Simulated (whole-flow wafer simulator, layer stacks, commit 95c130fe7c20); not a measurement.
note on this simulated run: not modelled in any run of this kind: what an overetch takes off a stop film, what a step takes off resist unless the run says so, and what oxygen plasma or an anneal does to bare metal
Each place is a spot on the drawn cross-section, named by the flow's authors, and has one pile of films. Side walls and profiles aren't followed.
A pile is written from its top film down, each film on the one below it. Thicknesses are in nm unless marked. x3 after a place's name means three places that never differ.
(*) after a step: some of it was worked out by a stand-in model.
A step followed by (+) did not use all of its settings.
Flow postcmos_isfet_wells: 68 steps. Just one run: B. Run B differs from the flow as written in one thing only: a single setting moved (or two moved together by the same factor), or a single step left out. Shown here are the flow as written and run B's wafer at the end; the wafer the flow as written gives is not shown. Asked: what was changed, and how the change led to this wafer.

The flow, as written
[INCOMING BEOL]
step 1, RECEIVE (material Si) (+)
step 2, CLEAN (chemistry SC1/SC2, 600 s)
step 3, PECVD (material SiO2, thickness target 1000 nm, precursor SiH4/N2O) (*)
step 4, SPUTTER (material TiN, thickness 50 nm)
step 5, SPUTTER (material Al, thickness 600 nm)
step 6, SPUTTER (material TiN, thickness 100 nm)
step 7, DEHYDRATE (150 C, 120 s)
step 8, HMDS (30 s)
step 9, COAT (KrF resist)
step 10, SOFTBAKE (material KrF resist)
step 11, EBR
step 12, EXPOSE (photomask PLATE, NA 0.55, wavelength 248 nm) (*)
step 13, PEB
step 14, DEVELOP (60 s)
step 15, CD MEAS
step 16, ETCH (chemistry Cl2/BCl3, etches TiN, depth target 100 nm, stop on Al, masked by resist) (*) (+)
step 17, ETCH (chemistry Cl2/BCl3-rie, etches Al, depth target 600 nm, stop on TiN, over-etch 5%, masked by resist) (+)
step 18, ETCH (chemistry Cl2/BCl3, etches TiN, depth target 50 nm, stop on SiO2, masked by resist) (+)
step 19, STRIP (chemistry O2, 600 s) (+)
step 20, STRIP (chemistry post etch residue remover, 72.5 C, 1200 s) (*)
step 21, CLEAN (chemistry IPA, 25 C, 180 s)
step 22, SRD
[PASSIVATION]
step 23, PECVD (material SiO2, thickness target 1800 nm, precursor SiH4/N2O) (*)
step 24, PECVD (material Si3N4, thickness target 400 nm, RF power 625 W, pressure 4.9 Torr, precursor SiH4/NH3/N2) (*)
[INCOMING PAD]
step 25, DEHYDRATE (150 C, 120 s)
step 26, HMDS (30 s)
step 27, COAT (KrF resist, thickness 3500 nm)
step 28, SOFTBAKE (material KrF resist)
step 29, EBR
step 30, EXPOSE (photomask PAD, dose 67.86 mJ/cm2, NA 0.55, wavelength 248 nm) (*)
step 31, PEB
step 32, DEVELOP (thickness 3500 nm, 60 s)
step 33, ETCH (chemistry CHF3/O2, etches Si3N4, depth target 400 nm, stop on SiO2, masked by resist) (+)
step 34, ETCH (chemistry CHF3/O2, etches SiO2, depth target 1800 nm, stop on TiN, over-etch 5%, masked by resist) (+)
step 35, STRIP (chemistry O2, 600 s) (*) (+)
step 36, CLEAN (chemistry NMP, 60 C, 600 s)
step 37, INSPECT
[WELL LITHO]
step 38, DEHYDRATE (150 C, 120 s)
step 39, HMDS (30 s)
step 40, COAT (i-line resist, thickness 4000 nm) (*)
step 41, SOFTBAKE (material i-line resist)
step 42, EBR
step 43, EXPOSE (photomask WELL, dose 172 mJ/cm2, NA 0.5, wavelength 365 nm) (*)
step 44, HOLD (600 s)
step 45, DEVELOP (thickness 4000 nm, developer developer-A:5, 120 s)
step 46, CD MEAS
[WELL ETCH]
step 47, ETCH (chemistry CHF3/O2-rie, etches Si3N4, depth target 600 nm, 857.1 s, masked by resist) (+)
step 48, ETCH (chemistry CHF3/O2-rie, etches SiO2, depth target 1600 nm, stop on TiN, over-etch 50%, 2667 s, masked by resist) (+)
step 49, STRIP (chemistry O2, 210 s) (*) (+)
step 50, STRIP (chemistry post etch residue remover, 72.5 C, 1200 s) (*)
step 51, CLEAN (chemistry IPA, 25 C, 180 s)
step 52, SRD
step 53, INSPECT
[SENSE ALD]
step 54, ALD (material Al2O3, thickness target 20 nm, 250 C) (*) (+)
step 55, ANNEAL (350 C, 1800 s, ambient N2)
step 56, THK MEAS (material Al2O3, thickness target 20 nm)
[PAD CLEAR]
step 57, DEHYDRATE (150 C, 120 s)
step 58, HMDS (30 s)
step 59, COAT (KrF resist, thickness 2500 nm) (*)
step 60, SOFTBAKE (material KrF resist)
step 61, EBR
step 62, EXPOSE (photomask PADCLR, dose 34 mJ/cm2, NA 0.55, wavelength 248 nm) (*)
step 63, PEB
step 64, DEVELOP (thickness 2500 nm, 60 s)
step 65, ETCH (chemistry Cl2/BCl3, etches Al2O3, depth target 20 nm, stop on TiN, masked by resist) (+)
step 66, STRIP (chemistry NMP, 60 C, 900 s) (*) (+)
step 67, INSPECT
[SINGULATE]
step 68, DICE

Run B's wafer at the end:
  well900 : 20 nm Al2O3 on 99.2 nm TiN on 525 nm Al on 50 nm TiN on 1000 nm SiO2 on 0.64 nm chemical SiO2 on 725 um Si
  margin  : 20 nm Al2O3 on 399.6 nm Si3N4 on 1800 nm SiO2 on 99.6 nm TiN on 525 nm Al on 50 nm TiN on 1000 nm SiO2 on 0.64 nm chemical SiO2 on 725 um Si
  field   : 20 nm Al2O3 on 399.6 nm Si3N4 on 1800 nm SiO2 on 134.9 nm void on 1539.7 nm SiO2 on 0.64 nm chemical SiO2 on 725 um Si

Cause: step 5, SPUTTER: thickness 525 nm was run, though the flow has thickness 600 nm.
One can read it off the wafer: well900 has Al 525, and step 5 as written asks for 600 nm.

Step by step, how the change led to this:
  step 5, SPUTTER (material Al, thickness 600 nm)
      field, margin, well900, well1300 x3, pad_rim, pad_clr, pad_open: +525 Al (new film) (as written it would have been: +600 Al (new film))
  step 17, ETCH (chemistry Cl2/BCl3-rie, etches Al, depth target 600 nm, stop on TiN, over-etch 5%, masked by resist) (+)
      margin, well900, well1300 x3, pad_rim, pad_clr, pad_open: -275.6 KrF resist (as written it would have been: -300 KrF resist)
      field: -525 Al (all of it) (as written it would have been: -600 Al (all of it))
  step 19, STRIP (chemistry O2, 600 s) (+)
      margin, well900, well1300 x3, pad_rim, pad_clr, pad_open: -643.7 KrF resist (all of it) (as written it would have been: -619.4 KrF resist (all of it))
  step 23, PECVD (material SiO2, thickness target 1800 nm, precursor SiH4/N2O) (*)
      field: +1800 SiO2 (new film), +134.9 void (new film), +539.7 SiO2 (as written it would have been: +1800 SiO2 (new film), +189.9 void (new film), +559.7 SiO2)
